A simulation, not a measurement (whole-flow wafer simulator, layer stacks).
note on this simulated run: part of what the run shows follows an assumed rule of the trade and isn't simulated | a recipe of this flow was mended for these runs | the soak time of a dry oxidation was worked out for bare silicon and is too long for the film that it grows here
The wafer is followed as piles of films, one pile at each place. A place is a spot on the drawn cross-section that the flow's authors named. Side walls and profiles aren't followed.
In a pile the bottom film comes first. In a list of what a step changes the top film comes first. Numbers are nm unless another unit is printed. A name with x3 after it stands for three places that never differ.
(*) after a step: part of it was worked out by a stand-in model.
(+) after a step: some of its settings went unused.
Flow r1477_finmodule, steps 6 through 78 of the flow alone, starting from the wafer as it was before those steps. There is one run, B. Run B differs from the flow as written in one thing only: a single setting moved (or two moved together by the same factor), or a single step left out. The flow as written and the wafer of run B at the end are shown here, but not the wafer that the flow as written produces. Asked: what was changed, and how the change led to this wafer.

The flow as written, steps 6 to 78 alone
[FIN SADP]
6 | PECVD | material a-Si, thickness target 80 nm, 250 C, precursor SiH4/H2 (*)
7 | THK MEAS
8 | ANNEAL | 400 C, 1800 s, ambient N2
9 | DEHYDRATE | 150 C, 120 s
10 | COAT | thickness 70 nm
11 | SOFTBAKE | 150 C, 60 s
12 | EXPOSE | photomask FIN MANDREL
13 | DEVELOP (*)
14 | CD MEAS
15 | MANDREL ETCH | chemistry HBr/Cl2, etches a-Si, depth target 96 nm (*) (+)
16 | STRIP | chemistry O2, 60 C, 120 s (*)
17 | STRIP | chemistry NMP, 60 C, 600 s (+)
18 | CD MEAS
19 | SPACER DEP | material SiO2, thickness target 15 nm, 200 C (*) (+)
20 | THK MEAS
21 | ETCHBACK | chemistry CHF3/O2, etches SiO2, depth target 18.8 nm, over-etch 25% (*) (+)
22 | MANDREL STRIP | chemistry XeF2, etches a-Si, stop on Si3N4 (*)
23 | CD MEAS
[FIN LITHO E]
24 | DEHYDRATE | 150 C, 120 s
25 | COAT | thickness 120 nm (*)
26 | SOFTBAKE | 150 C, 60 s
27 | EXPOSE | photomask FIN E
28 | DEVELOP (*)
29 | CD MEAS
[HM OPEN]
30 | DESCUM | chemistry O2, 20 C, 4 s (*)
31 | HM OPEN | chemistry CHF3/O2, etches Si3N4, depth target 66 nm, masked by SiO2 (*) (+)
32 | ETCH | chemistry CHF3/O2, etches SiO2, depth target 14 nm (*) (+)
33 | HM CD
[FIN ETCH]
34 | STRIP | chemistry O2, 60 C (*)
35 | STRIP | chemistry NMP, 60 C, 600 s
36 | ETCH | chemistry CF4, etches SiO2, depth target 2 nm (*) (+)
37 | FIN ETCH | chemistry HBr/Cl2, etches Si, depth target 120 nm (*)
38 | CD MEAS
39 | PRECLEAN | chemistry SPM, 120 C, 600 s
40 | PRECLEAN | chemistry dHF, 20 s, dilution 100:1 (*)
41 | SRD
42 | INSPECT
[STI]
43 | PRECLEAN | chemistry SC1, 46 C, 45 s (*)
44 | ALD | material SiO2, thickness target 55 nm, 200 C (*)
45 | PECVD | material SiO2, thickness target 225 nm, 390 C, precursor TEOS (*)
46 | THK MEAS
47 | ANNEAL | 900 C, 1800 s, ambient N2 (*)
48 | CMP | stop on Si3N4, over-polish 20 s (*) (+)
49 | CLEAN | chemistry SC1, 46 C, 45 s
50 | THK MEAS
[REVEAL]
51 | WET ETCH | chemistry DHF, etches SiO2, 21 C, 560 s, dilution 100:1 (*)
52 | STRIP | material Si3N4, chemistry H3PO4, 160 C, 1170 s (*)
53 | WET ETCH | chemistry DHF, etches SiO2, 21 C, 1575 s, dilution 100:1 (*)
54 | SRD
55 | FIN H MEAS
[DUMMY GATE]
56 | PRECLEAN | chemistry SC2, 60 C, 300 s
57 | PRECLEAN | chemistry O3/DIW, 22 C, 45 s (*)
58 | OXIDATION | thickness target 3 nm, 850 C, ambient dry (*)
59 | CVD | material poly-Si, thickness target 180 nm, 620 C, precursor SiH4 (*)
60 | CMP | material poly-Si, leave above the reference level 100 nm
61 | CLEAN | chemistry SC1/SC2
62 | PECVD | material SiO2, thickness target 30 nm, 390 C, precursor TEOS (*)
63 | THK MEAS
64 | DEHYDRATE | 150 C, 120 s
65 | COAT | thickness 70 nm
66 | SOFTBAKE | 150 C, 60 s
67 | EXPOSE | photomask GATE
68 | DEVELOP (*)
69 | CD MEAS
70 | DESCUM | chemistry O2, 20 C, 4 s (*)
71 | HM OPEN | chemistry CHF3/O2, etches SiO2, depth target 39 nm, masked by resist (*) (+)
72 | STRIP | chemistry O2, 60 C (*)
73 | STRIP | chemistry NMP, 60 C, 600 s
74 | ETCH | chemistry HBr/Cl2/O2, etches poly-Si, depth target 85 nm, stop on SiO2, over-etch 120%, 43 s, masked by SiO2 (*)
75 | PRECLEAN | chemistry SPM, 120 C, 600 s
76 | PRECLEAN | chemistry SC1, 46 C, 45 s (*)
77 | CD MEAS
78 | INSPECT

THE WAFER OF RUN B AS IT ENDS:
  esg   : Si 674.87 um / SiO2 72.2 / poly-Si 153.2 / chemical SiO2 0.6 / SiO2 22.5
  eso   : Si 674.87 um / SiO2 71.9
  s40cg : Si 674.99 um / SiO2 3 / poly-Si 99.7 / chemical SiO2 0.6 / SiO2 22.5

Cause: step 21, ETCHBACK: depth target 13.2 nm was run, though the flow has depth target 18.8 nm.

How this came from the change, step by step:
  21 | ETCHBACK | chemistry CHF3/O2, etches SiO2, depth target 18.8 nm, over-etch 25% (*) (+)
      pad, padg, elg x4 and 18 more: -13.2 SiO2 (it would be, as written: -15 SiO2 (all of it), -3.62 Si3N4)
      s40cg, s45cg, s50cg, s40co, s45co, s50co: -13.2 SiO2 (it would be, as written: -15 SiO2 (all of it), -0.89 chemical SiO2 (all of it), -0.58 a-Si)
  22 | MANDREL STRIP | chemistry XeF2, etches a-Si, stop on Si3N4 (*)
      s40cg, s45cg, s50cg, s40co, s45co, s50co: nothing (it would be, as written: -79 a-Si (all of it))
  25 | COAT | thickness 120 nm (*)
      s40cg, s40co: +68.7 e-beam-resist (new film) (it would be, as written: +136.7 e-beam-resist (new film))
      s40sg, s40so: +151.4 e-beam-resist (new film) (it would be, as written: +142.6 e-beam-resist (new film))
      (as well as at 14 more places)
  28 | DEVELOP (*)
      s40cg, s40co: -68.7 e-beam-resist (all of it) (it would be, as written: -136.7 e-beam-resist (all of it))
      s40sg, s40so: -151.4 e-beam-resist (all of it) (it would be, as written: -142.6 e-beam-resist (all of it))
      (as well as at 14 more places)
  31 | HM OPEN | chemistry CHF3/O2, etches Si3N4, depth target 66 nm, masked by SiO2 (*) (+)
      pad, padg, esg and 13 more: -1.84 SiO2 (all of it), -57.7 Si3N4 (all of it), -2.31 SiO2 (it would be, as written: -54.1 Si3N4 (all of it), -5.95 SiO2)
      s40cg, s45cg, s50cg, s40co, s45co, s50co: -1.85 SiO2 (all of it), -0.89 chemical SiO2 (all of it), -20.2 a-Si (it would be, as written: -60 Si3N4 (all of it), -3 SiO2)
      (as well as at 6 more places)
  32 | ETCH | chemistry CHF3/O2, etches SiO2, depth target 14 nm (*) (+)
      s40cg, s45cg, s50cg, s40co, s45co, s50co: -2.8 a-Si (it would be, as written: -7 SiO2 (all of it), -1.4 Si)
      s40sg_line, s45sg_line, s40so_line, s45so_line: -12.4 Si3N4 (it would be, as written: -14 SiO2)
      (as well as at 18 more places)
  34 | STRIP | chemistry O2, 60 C (*)
      s40cg, s45cg, s50cg, s40co, s45co, s50co: +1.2 chemical SiO2 (new film), -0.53 a-Si (it would be, as written: +1.2 chemical SiO2 (new film), -0.53 Si)
  36 | ETCH | chemistry CF4, etches SiO2, depth target 2 nm (*) (+)
      elg x4, elo x4: -1.84 SiO2 (all of it), -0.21 Si3N4 (it would be, as written: -2.5 Si3N4)
      s40cg, s45cg, s50cg, s40co, s45co, s50co: -1.2 chemical SiO2 (all of it), -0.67 a-Si (it would be, as written: -1.2 chemical SiO2 (all of it), -0.67 Si)
      (as well as at 6 more places)
  37 | FIN ETCH | chemistry HBr/Cl2, etches Si, depth target 120 nm (*)
      s40cg, s45cg, s50cg, s40co, s45co, s50co: -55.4 a-Si (all of it), -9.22 Si3N4 (it would be, as written: -120 Si)
      s40sg_line, s40so_line: -7.07 Si3N4 (all of it), -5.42 SiO2 (it would be, as written: -9.23 SiO2)
      (as well as at 4 more places)
  39 | PRECLEAN | chemistry SPM, 120 C, 600 s
      s40cg, s45cg, s50cg, s40co, s45co, s50co: nothing (it would be, as written: +0.8 chemical SiO2 (new film), -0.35 Si)
  40 | PRECLEAN | chemistry dHF, 20 s, dilution 100:1 (*)
      s40cg, s45cg, s50cg, s40co, s45co, s50co: -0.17 Si3N4 (it would be, as written: -0.8 chemical SiO2 (all of it))
      s40sg_line, s45sg_line, s50sg_line, s40so_line, s45so_line, s50so_line: -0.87 SiO2 (it would be, as written: -3.61 SiO2)
  43 | PRECLEAN | chemistry SC1, 46 C, 45 s (*)
      s40cg, s45cg, s50cg, s40co, s45co, s50co: nothing (it would be, as written: +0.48 chemical SiO2 (new film), -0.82 Si)
  44 | ALD | material SiO2, thickness target 55 nm, 200 C (*)
      esg, e40sg, e100sg, e200sg, eso, e40so, e100so, e200so: +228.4 SiO2 (new film) (it would be, as written: +223.2 SiO2 (new film))
      s40cg, s45cg, s50cg, s40co, s45co, s50co: +55 SiO2 (new film) (it would be, as written: +263.2 SiO2 (new film))
      (as well as at 6 more places)
  48 | CMP | stop on Si3N4, over-polish 20 s (*) (+)
      s40cg, s45cg, s50cg, s40co, s45co, s50co: -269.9 SiO2 (all of it), -1.12 Si3N4 (it would be, as written: -288.1 SiO2)
      elg x4, esg, e40sg and 10 more: -260.6 SiO2 (it would be, as written: -247.6 SiO2)
      (as well as at 8 more places)
  51 | WET ETCH | chemistry DHF, etches SiO2, 21 C, 560 s, dilution 100:1 (*)
      s40cg, s45cg, s50cg, s40co, s45co, s50co: -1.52 Si3N4 (it would be, as written: -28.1 SiO2)
      elg x4, elo x4: -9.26 SiO2 (all of it), -1.06 Si3N4 (it would be, as written: -22.3 SiO2 (all of it), -0.41 Si3N4)
  52 | STRIP | material Si3N4, chemistry H3PO4, 160 C, 1170 s (*)
      s40cg, s45cg, s50cg, s40co, s45co, s50co: -48 Si3N4 (all of it), -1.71 SiO2 (it would be, as written: -4.28 SiO2)
      elg x4, elo x4: -39.1 Si3N4 (all of it), -1.98 SiO2 (it would be, as written: -33.9 Si3N4 (all of it), -2.15 SiO2)
  ... another 5 steps ...
  74 | ETCH | chemistry HBr/Cl2/O2, etches poly-Si, depth target 85 nm, stop on SiO2, over-etch 120%, 43 s, masked by SiO2 (*)
      eso, e40so, e100so, e200so, s40so, s45so, s50so: -1.12 chemical SiO2 (all of it), -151 poly-Si (all of it), -0.18 SiO2 (it would be, as written: -1.12 chemical SiO2 (all of it), -143.9 poly-Si (all of it), -0.22 SiO2)
      s40co, s45co, s50co: -1.12 chemical SiO2 (all of it), -97.6 poly-Si (all of it), -0.45 SiO2 (it would be, as written: -1.12 chemical SiO2 (all of it), -143.9 poly-Si (all of it), -0.22 SiO2)
      (as well as at 1 more place)
